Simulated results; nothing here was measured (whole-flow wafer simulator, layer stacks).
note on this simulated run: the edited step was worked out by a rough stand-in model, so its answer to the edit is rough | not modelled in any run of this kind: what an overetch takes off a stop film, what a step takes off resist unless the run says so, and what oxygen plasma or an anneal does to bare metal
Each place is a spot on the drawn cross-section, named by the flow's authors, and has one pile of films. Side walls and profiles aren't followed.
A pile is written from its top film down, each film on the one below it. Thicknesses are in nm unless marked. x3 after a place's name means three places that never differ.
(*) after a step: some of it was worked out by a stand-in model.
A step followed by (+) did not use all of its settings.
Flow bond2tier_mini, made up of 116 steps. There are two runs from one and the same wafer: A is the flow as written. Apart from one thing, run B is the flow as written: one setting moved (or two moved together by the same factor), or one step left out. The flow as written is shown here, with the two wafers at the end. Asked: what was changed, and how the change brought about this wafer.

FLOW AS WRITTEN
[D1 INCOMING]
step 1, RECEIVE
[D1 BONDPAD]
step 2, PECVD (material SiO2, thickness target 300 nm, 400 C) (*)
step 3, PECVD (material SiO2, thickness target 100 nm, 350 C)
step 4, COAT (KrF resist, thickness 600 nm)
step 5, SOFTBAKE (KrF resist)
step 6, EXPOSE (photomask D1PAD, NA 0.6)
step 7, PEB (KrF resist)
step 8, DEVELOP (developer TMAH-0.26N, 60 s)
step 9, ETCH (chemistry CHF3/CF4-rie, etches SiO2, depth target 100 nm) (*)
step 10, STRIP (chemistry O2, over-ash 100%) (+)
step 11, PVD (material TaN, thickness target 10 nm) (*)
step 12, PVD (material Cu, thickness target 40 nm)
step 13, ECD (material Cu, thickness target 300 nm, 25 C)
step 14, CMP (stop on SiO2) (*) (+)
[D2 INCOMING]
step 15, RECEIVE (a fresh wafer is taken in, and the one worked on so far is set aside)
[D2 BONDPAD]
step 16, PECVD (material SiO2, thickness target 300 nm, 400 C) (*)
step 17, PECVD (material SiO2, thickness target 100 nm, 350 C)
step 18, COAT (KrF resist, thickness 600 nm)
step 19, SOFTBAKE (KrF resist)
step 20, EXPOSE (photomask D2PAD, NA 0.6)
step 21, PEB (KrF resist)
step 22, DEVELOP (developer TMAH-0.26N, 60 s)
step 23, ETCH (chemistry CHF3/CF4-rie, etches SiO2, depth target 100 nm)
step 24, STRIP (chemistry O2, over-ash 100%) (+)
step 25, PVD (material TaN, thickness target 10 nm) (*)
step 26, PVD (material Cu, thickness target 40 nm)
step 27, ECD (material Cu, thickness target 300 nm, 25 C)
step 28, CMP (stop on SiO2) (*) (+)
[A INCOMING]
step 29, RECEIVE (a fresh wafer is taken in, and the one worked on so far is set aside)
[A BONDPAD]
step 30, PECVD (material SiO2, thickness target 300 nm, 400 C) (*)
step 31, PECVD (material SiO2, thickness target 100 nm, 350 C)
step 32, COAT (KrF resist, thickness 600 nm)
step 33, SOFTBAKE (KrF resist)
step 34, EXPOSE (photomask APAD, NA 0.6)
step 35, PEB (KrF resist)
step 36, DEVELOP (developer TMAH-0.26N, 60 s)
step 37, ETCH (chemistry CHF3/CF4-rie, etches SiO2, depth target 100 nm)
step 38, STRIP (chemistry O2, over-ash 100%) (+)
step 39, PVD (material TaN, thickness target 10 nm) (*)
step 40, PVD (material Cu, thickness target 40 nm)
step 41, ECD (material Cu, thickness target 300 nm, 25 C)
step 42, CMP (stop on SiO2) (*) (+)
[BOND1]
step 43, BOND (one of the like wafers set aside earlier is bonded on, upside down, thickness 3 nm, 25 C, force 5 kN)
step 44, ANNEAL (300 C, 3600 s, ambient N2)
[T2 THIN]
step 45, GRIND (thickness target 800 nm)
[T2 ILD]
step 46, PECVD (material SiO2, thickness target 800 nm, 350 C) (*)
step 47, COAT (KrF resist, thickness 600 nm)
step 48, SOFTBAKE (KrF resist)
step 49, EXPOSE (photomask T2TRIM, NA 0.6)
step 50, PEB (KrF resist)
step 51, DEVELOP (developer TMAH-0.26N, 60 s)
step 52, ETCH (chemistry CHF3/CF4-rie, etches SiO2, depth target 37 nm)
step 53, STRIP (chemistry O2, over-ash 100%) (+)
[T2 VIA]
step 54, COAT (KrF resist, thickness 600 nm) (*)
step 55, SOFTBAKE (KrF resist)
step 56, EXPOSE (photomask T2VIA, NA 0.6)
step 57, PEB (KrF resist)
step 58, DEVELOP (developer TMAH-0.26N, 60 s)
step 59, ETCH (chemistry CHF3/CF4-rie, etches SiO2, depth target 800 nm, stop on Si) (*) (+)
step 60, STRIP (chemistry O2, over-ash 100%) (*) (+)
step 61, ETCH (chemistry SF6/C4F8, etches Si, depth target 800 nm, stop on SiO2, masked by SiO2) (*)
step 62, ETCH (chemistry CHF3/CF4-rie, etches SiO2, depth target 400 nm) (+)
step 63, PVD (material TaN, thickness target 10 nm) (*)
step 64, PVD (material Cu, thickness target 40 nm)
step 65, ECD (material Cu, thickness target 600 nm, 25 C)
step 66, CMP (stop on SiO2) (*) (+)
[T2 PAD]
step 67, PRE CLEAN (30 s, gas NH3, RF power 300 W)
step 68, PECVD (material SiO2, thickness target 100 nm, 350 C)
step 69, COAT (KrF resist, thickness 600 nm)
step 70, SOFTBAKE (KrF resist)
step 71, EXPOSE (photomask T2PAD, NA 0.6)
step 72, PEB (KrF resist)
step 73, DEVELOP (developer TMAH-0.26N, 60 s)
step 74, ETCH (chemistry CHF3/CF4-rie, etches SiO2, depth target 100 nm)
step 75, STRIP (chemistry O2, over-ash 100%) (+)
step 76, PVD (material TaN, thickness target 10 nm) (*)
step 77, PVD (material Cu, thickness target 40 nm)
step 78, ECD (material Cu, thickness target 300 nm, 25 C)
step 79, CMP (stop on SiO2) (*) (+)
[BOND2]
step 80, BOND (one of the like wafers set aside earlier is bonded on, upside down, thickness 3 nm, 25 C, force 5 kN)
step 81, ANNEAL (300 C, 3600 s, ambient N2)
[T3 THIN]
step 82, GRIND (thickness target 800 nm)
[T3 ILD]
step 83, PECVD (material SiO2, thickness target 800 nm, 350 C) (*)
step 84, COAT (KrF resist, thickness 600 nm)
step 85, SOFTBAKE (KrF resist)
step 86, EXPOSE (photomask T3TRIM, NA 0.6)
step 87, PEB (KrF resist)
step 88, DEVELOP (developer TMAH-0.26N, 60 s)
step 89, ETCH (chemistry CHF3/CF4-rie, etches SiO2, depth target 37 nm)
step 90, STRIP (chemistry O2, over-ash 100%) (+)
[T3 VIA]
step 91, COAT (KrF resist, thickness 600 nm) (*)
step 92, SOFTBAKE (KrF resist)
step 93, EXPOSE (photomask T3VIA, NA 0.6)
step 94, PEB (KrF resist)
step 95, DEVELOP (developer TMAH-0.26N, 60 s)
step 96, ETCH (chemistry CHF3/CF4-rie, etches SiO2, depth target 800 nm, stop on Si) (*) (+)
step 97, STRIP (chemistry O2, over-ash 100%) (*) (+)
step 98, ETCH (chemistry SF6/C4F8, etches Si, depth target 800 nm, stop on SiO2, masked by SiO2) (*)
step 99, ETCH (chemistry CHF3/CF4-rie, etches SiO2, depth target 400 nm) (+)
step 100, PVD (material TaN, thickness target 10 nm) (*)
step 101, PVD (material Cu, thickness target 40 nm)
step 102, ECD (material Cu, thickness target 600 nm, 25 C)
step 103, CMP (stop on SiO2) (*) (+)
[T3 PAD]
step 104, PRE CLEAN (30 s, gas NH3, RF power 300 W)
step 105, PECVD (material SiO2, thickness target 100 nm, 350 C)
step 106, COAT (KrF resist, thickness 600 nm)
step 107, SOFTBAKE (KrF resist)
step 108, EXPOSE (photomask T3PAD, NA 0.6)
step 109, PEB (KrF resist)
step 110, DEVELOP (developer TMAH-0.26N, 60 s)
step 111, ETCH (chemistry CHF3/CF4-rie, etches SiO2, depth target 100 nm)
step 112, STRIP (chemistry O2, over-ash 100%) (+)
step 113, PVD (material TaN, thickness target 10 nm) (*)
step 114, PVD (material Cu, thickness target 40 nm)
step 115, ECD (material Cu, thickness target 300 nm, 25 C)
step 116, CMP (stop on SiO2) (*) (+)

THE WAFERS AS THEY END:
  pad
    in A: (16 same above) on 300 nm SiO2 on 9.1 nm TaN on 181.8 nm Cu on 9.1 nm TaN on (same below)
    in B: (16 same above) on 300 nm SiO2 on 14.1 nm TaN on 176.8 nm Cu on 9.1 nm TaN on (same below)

Cause: step 11, PVD: thickness target 15.5 nm was run, while the flow as written has thickness target 10 nm.

The path from the change to this, step by step:
  step 11, PVD (material TaN, thickness target 10 nm) (*)
      field: A +10 TaN (new film) | B +15.5 TaN (new film)
      pad: A +9.1 TaN (new film) | B +14.1 TaN (new film)
      (also at 1 further place)
  step 14, CMP (stop on SiO2) (*) (+)
      field: A -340 Cu (all of it), -10 TaN (all of it) | B -340 Cu (all of it), -15.5 TaN (all of it)
  step 43, BOND (one of the like wafers set aside earlier is bonded on, upside down, thickness 3 nm, 25 C, force 5 kN)
      pad: A +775 um Si (new film), +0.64 chemical SiO2 (new film), +300 SiO2 (new film), +9.1 TaN (new film), +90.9 Cu | B +775 um Si (new film), +0.64 chemical SiO2 (new film), +300 SiO2 (new film), +14.1 TaN (new film), +85.9 Cu
      via: A +775 um Si (new film), +0.64 chemical SiO2 (new film), +300 SiO2 (new film), +9.97 TaN (new film), +90 Cu | B +775 um Si (new film), +0.64 chemical SiO2 (new film), +300 SiO2 (new film), +15.5 TaN (new film), +84.5 Cu
